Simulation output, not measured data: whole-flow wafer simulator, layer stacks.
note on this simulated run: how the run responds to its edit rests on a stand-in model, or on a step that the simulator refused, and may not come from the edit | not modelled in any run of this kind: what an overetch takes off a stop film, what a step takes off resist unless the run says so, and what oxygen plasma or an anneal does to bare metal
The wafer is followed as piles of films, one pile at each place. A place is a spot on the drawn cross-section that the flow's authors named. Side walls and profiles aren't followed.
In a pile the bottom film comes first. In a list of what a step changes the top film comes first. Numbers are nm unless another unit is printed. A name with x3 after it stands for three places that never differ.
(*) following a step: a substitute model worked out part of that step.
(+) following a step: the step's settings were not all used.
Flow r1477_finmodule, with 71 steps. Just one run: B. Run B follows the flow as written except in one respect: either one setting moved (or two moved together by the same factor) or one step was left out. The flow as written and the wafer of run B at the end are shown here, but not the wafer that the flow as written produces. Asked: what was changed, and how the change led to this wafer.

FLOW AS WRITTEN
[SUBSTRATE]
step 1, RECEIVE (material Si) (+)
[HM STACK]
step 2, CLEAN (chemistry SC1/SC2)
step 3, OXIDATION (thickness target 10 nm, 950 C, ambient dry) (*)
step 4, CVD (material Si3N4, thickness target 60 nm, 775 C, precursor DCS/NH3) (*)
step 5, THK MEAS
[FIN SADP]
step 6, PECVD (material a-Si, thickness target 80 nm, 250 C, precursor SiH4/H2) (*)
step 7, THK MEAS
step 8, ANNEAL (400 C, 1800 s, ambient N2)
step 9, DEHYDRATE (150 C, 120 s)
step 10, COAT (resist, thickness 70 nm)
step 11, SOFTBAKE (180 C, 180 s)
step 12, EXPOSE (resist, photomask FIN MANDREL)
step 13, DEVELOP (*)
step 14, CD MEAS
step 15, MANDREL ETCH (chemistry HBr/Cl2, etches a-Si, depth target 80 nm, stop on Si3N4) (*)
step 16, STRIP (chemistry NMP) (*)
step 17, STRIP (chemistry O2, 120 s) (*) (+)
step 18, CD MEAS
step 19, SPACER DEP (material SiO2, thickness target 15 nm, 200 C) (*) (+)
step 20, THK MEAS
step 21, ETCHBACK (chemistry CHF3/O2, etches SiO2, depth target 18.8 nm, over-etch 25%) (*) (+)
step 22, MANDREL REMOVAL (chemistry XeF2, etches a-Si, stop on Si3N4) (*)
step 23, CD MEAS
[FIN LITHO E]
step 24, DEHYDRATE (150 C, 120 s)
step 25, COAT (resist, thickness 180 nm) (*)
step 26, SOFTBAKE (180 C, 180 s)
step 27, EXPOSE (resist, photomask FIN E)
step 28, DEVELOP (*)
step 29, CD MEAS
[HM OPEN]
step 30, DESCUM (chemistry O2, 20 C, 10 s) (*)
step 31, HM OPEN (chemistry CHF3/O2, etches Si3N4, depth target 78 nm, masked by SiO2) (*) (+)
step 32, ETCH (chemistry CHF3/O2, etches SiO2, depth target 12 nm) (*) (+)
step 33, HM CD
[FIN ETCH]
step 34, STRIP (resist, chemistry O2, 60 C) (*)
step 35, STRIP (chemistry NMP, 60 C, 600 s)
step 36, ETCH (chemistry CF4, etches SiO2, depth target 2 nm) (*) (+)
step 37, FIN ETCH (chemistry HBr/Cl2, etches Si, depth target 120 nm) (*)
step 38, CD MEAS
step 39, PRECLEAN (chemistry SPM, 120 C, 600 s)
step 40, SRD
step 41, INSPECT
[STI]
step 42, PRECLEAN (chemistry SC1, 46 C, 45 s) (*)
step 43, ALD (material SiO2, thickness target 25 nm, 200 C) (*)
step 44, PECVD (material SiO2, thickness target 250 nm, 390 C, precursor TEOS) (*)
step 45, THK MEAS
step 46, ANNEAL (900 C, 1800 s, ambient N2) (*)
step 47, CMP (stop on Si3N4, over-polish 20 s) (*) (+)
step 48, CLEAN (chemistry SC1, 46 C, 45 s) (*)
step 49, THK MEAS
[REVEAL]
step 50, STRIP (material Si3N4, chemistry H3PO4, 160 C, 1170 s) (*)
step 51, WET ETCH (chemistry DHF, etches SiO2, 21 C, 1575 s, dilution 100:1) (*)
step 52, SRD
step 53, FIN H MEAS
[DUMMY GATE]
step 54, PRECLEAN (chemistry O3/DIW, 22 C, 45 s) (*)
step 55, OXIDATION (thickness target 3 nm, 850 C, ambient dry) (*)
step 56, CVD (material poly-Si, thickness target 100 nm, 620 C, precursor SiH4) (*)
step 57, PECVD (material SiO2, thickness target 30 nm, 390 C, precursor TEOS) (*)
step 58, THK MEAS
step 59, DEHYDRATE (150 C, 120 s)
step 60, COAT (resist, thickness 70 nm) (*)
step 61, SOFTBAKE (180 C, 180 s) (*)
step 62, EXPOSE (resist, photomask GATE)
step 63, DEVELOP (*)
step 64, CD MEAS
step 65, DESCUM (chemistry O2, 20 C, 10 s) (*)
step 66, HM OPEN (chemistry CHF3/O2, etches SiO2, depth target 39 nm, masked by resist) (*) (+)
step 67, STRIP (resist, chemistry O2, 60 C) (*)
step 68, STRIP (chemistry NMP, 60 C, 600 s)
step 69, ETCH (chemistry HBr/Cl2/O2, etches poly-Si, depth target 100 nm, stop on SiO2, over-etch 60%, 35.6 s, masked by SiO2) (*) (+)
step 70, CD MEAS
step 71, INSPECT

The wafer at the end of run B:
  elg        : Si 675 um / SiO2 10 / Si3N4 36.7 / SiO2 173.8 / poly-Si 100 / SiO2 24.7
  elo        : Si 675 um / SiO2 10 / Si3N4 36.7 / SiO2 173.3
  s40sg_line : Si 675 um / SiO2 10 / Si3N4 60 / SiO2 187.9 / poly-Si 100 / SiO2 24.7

Cause: step 47, CMP: stop on Si3N4, over-polish 20 s (*) (+), was not run.

Step by step, how the change led to this:
  step 50, STRIP (material Si3N4, chemistry H3PO4, 160 C, 1170 s) (*)
      s40sg_line, s45sg_line, s50sg_line, s40so_line, s45so_line, s50so_line: SiO2 loses 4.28 (as written it would have been: Si3N4 loses 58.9 (all of it), SiO2 loses 1.37)
  step 51, WET ETCH (chemistry DHF, etches SiO2, 21 C, 1575 s, dilution 100:1) (*)
      elg, e40lg, e100lg, e200lg, elo, e40lo, e100lo, e200lo: SiO2 loses 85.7 (as written it would have been: SiO2 loses 17.8 (all of it), Si3N4 loses 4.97)
      s40sg_line, s45sg_line, s50sg_line, s40so_line, s45so_line, s50so_line: SiO2 loses 85.7 (as written it would have been: SiO2 loses 8.63 (all of it))
      (and at 7 other places as well)
  step 54, PRECLEAN (chemistry O3/DIW, 22 C, 45 s) (*)
      s40sg_line, s45sg_line, s50sg_line, s40so_line, s45so_line, s50so_line: nothing (as written it would have been: chemical SiO2 gains 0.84 (new film), Si loses 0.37)
  step 55, OXIDATION (thickness target 3 nm, 850 C, ambient dry) (*)
      s40sg_line, s45sg_line, s50sg_line, s40so_line, s45so_line, s50so_line: nothing (as written it would have been: SiO2 gains 3 (new film), chemical SiO2 loses 0.84 (all of it), Si loses 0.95)
  step 56, CVD (material poly-Si, thickness target 100 nm, 620 C, precursor SiH4) (*)
      s40cg, s40co: poly-Si gains 100 (new film) (as written it would have been: poly-Si gains 113.9 (new film))
      s45cg, s45co: poly-Si gains 100 (new film) (as written it would have been: poly-Si gains 113.4 (new film))
      (and at 3 other places as well)
  step 60, COAT (resist, thickness 70 nm) (*)
      e40lg, e100lg, elo, e40lo, e100lo: resist gains 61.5 (new film) (as written it would have been: resist gains 66.9 (new film))
      e40sg, e40so: resist gains 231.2 (new film) (as written it would have been: resist gains 129.5 (new film))
      (and at 25 other places as well)
  step 63, DEVELOP (*)
      elo, e40lo, e100lo: resist loses 61.5 (all of it) (as written it would have been: resist loses 66.9 (all of it))
      eso: resist loses 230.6 (all of it) (as written it would have been: resist loses 129.5 (all of it))
      (and at 13 other places as well)
  step 67, STRIP (resist, chemistry O2, 60 C) (*)
      e40lg: resist loses 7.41 (all of it) (as written it would have been: resist loses 12.8 (all of it))
      e40sg: resist loses 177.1 (all of it) (as written it would have been: resist loses 75.4 (all of it))
      (and at 13 other places as well)
  step 69, ETCH (chemistry HBr/Cl2/O2, etches poly-Si, depth target 100 nm, stop on SiO2, over-etch 60%, 35.6 s, masked by SiO2) (*) (+)
      s40co: chemical SiO2 loses 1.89 (all of it), poly-Si loses 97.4 (all of it), SiO2 loses 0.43 (as written it would have been: chemical SiO2 loses 1.46 (all of it), poly-Si loses 111.5 (all of it), SiO2 loses 0.24)
      s45co: chemical SiO2 loses 1.89 (all of it), poly-Si loses 97.4 (all of it), SiO2 loses 0.43 (as written it would have been: chemical SiO2 loses 1.46 (all of it), poly-Si loses 110.9 (all of it), SiO2 loses 0.25)
      (and at 1 other place as well)
